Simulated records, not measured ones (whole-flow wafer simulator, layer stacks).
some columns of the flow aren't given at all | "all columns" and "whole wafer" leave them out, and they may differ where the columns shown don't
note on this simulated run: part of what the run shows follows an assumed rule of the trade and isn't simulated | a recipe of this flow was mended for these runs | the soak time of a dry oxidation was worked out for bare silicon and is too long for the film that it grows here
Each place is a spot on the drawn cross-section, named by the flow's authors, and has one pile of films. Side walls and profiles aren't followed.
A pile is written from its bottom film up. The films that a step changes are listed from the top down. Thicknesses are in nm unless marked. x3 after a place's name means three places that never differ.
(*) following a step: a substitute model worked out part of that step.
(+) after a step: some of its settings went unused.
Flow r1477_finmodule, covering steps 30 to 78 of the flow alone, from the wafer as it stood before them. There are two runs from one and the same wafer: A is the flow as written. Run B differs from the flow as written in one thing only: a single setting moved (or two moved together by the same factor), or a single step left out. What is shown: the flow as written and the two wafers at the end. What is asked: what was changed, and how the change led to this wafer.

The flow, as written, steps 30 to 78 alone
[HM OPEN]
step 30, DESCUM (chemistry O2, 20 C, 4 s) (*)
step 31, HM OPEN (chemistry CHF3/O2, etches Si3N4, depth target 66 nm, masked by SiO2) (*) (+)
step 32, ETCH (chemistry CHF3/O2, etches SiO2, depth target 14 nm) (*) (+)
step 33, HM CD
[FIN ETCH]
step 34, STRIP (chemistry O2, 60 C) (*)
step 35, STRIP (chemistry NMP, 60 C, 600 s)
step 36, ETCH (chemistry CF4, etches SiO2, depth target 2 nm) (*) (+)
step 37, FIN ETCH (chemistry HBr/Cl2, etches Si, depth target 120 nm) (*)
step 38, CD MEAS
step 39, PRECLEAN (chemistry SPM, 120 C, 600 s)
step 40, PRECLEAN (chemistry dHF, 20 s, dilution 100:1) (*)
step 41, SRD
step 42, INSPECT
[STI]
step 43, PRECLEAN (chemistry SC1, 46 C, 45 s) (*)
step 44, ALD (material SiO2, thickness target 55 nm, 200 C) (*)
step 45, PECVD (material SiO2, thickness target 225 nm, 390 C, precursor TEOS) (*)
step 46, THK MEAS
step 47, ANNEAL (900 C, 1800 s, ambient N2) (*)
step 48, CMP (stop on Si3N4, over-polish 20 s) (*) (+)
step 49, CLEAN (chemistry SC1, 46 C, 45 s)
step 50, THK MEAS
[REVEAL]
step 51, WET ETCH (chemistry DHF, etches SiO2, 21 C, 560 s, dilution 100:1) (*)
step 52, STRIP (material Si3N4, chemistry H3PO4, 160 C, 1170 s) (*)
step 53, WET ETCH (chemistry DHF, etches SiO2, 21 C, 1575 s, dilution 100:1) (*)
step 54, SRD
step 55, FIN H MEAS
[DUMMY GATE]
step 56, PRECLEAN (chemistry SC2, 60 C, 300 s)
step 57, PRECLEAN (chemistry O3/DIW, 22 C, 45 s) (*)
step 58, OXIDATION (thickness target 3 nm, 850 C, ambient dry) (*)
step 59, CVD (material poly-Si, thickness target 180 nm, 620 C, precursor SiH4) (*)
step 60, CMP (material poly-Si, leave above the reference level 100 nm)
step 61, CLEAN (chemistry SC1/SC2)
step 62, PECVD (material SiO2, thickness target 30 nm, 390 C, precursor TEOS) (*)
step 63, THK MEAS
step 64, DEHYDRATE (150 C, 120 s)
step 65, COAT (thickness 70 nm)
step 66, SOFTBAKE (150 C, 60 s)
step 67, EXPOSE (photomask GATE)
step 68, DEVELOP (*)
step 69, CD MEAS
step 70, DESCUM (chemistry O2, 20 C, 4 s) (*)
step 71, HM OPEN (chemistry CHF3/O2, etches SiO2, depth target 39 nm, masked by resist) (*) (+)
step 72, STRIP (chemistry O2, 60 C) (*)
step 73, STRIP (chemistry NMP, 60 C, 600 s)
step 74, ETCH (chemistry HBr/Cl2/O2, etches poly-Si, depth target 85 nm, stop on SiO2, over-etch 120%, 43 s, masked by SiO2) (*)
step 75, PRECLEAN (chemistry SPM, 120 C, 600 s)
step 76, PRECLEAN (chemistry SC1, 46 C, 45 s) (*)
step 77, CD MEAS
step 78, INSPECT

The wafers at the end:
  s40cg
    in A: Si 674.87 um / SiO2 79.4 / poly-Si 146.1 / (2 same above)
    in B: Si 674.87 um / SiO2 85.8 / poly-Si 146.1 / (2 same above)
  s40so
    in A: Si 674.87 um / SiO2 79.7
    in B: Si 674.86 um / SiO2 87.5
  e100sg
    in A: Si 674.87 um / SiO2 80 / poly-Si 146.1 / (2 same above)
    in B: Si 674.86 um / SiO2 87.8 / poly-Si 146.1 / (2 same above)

What caused this: step 31, HM OPEN: depth target 85.8 nm was run, whereas the flow has depth target 66 nm.

Step by step, how the change led to this:
  step 31, HM OPEN (chemistry CHF3/O2, etches Si3N4, depth target 66 nm, masked by SiO2) (*) (+)
      pad, padg, esg and 13 more: A Si3N4 loses 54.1 (all of it), SiO2 loses 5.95 | B Si3N4 loses 54.1 (all of it), SiO2 loses 10 (all of it), Si loses 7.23
      s40cg, s45cg, s50cg, s40co, s45co, s50co: A Si3N4 loses 60 (all of it), SiO2 loses 3 | B Si3N4 loses 60 (all of it), SiO2 loses 10 (all of it), Si loses 5.27
      (and at 14 other places as well)
  step 32, ETCH (chemistry CHF3/O2, etches SiO2, depth target 14 nm) (*) (+)
      pad, padg: A SiO2 loses 4.05 (all of it), Si loses 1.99 | B Si loses 2.8
      esg, eso: A SiO2 loses 4.05 (all of it), Si loses 1.99 | B Si loses 2.35
      (and at 18 other places as well)
  step 34, STRIP (chemistry O2, 60 C) (*)
      elg, e40lg, e100lg, e200lg, elo, e40lo, e100lo, e200lo: A e-beam-resist loses 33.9 (all of it) | B e-beam-resist loses 14.1 (all of it)
  step 44, ALD (material SiO2, thickness target 55 nm, 200 C) (*)
      esg, eso: A SiO2 gains 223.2 (new film) | B SiO2 gains 230.9 (new film)
      e40sg, e40so: A SiO2 gains 223.2 (new film) | B SiO2 gains 230.7 (new film)
      (and at 4 other places as well)
  step 48, CMP (stop on Si3N4, over-polish 20 s) (*) (+)
      s40cg, s40sg, s45cg and 9 more: A SiO2 loses 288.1 | B SiO2 loses 278.2
      s40sg_line, s45sg_line, s50sg_line, s40so_line, s45so_line, s50so_line: A SiO2 loses 287 (all of it), Si3N4 loses 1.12 | B SiO2 loses 277.1 (all of it), Si3N4 loses 1.12
      (and at 2 other places as well)
